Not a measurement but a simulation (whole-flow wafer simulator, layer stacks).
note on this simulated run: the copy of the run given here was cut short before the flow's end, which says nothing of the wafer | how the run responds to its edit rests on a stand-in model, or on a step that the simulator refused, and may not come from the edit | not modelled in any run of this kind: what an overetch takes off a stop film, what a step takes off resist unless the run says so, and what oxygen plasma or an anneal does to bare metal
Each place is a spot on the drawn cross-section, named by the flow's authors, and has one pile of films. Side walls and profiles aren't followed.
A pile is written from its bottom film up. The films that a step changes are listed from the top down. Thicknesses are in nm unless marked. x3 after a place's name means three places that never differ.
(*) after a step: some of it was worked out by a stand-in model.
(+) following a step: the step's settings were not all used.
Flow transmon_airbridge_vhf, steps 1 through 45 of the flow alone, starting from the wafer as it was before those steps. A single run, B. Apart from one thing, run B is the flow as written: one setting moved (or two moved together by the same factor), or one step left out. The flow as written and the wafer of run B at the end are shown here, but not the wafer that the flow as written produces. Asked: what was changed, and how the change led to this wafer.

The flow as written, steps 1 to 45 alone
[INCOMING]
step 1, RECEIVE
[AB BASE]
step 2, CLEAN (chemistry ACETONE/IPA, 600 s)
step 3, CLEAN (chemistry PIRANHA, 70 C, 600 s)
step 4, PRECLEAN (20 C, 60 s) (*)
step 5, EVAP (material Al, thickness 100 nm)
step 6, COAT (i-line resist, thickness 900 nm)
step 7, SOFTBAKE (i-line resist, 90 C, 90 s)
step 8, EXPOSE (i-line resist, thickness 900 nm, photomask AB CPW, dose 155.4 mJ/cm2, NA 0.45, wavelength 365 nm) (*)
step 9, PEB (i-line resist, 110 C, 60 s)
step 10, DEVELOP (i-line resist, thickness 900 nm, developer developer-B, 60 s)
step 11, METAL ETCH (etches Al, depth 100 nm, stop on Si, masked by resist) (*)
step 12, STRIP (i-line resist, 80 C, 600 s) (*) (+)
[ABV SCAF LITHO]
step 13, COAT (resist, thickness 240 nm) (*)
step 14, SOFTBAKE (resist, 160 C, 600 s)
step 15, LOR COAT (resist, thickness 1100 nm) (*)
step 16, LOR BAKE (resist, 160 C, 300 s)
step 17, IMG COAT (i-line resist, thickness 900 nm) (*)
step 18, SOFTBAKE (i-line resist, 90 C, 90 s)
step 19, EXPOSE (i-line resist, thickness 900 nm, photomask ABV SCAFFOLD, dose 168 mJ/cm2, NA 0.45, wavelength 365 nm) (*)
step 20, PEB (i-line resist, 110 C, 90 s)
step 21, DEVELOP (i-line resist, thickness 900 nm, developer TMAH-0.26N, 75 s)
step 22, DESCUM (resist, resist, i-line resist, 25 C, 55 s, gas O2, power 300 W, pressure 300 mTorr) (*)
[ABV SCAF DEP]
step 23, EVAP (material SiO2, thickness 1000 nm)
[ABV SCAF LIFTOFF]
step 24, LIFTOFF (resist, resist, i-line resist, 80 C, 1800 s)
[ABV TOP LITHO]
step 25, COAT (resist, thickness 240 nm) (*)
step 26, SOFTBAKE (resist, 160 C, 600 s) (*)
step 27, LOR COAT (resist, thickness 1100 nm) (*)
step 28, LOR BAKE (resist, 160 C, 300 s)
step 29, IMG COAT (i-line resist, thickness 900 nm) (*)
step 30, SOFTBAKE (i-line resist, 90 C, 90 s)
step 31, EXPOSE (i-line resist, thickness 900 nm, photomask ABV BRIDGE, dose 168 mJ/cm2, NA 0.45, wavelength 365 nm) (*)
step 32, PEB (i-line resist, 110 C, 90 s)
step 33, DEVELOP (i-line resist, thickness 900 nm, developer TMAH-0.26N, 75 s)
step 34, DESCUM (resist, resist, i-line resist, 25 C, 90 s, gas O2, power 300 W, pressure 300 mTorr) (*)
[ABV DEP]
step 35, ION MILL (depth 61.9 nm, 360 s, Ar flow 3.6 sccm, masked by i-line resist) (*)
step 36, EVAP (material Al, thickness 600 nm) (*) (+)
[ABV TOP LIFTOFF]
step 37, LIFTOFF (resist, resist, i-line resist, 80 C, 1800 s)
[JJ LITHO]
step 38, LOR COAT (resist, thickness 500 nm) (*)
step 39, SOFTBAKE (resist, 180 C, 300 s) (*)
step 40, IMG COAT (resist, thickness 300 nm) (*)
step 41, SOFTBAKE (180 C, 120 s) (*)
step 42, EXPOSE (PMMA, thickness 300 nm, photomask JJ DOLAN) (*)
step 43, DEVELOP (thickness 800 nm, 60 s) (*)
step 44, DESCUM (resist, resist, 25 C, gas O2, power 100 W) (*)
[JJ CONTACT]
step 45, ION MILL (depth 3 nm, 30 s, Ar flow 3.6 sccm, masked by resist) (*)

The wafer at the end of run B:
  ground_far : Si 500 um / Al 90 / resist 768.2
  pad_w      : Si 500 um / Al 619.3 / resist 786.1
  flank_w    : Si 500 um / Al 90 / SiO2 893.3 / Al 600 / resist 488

What caused this: step 5, EVAP: thickness 90 nm was run, while the flow as written has thickness 100 nm.
The wafer lets one read it off: ground_far has Al 90, and step 5 as written asks for 100 nm.

How this came from the change, step by step:
  step 5, EVAP (material Al, thickness 100 nm)
      field x3, jj_line, ground_far and 12 more: +90 Al (new film) (it would be, as written: +100 Al (new film))
  step 11, METAL ETCH (etches Al, depth 100 nm, stop on Si, masked by resist) (*)
      field x3, jj_line, gap_w, gap_e: -90 Al (all of it) (it would be, as written: -100 Al (all of it))
